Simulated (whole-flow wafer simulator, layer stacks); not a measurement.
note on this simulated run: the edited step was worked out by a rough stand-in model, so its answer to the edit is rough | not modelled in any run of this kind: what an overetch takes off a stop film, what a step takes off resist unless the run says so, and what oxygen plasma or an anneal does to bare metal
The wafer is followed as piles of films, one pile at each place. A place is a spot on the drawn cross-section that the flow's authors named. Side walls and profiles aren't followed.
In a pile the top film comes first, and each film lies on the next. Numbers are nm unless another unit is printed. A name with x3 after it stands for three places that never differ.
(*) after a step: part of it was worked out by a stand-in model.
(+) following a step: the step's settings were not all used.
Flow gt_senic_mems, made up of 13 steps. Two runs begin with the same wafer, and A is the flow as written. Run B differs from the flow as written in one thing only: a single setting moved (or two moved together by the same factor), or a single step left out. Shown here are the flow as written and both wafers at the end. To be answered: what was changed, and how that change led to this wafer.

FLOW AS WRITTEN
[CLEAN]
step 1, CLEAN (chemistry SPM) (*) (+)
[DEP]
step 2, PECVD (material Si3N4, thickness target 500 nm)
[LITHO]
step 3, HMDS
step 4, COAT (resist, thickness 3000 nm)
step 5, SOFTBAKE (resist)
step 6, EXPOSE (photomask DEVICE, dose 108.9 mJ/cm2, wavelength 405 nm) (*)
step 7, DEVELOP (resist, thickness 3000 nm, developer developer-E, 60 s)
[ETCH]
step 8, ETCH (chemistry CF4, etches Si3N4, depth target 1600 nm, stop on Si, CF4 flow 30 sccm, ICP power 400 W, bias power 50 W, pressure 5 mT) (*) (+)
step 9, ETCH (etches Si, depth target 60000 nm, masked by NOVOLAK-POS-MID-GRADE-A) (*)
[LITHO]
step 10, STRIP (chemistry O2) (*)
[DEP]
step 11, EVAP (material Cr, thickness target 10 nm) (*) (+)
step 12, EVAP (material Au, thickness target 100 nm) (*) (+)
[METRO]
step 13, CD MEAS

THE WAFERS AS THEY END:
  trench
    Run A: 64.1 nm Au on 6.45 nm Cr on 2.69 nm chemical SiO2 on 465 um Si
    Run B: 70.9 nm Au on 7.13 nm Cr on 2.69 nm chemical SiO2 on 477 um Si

The reason: step 9, ETCH: depth target 48000 nm was run, though the flow has depth target 60000 nm.

The path from the change to this, step by step:
  step 9, ETCH (etches Si, depth target 60000 nm, masked by NOVOLAK-POS-MID-GRADE-A) (*)
      field: A -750 resist | B -600 resist
      trench: A -60 um Si | B -48 um Si
  step 10, STRIP (chemistry O2) (*)
      field: A -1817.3 resist (all of it) | B -1967.3 resist (all of it)
  step 11, EVAP (material Cr, thickness target 10 nm) (*) (+)
      trench: A +6.45 Cr (new film) | B +7.13 Cr (new film)
  step 12, EVAP (material Au, thickness target 100 nm) (*) (+)
      trench: A +64.1 Au (new film) | B +70.9 Au (new film)
